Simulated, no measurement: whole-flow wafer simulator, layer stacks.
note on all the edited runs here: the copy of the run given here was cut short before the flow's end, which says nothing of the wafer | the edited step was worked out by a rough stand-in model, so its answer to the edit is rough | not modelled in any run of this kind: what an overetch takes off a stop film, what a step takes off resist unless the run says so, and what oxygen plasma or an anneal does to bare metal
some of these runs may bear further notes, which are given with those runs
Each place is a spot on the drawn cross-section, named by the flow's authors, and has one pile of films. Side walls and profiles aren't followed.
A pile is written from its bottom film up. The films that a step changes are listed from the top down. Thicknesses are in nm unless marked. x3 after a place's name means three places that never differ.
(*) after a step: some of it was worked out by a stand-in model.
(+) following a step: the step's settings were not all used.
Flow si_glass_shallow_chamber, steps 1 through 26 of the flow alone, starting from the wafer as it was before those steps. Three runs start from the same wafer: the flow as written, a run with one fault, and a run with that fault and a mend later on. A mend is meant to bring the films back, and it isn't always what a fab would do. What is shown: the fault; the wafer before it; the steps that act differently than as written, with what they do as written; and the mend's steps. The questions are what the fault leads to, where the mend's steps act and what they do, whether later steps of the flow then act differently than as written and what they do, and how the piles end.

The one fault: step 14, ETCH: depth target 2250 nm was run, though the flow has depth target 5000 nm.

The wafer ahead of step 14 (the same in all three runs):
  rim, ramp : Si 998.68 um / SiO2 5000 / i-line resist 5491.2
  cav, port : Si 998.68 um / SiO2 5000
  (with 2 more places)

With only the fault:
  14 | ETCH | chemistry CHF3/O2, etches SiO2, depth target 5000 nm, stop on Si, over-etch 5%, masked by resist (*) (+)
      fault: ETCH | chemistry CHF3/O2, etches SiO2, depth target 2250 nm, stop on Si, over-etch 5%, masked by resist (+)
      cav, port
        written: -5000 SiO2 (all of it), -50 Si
        fault: -2362.5 SiO2
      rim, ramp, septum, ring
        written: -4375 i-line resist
        fault: -1968.8 i-line resist
  Steps further on in the flow that do not act as written:
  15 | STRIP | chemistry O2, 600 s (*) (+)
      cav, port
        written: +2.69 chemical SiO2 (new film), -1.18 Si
        fault: nothing
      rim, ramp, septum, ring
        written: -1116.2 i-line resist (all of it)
        fault: -3522.4 i-line resist (all of it)
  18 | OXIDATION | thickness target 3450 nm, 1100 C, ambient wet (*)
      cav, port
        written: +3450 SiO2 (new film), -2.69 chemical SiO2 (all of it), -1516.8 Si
        fault: +1740.9 SiO2, -766 Si
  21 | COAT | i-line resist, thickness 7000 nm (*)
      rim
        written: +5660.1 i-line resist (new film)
        fault: +6265.3 i-line resist (new film)
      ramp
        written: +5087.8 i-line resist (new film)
        fault: +5937.2 i-line resist (new film)
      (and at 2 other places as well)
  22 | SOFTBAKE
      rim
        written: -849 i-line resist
        fault: -490.5 i-line resist
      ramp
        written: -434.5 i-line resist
        fault: -220.5 i-line resist
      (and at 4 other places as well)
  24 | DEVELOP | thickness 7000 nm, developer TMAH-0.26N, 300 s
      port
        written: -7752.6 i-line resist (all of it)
        fault: -7442.4 i-line resist (all of it)
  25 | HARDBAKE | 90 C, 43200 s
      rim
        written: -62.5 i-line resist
        fault: -99.8 i-line resist
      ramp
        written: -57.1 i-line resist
        fault: -97.4 i-line resist
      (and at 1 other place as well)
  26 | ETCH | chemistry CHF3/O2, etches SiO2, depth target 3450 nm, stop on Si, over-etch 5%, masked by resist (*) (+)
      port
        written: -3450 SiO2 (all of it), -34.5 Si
        fault: -3622.5 SiO2
  By the end, the piles at rim, ramp, cav, port depart from the flow's by more than 2% or 0.5 nm, whichever is larger.
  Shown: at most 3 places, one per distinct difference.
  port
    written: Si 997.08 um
    fault: Si 997.91 um / SiO2 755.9
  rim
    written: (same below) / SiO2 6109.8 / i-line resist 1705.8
    fault: (same below) / SiO2 6109.8 / i-line resist 2632.1
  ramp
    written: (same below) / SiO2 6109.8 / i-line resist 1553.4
    fault: (same below) / SiO2 6109.8 / i-line resist 2576.5

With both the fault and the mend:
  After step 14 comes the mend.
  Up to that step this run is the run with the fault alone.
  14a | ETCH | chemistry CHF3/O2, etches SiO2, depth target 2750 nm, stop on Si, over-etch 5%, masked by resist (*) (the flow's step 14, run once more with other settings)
      rim, ramp, septum, ring
        -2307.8 i-line resist
      cav, port
        -2637.5 SiO2 (all of it), -50 Si
  Steps further on in the flow that do not act as written:
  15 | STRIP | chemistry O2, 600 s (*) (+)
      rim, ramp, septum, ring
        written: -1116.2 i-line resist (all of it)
        mend: -1214.6 i-line resist (all of it)
  The piles end the same as the flow's at every place that both follow.
